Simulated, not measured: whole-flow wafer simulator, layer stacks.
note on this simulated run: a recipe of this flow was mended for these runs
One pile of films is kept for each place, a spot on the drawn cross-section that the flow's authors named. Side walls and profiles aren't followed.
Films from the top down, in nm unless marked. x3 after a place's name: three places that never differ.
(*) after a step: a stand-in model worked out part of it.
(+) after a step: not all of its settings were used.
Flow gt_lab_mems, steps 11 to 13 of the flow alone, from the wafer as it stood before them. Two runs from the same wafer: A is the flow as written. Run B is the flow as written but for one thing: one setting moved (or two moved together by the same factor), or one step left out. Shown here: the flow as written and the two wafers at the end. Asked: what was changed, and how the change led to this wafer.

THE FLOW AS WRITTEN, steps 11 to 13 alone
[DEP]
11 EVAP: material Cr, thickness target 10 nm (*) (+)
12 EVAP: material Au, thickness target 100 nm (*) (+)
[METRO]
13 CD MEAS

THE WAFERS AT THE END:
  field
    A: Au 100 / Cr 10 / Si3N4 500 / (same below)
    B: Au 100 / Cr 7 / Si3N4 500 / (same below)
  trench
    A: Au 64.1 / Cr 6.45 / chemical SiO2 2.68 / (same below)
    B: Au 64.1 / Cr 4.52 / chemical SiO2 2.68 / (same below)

The cause: step 11, EVAP: thickness target 7 nm was run, where the flow has thickness target 10 nm.
It can be read off the wafer: field has Cr 7, and step 11 as written asks for 10 nm.

How the change led to this, step by step:
  11 EVAP: material Cr, thickness target 10 nm (*) (+)
      field: A Cr +10 (new film) | B Cr +7 (new film)
      trench: A Cr +6.45 (new film) | B Cr +4.52 (new film)
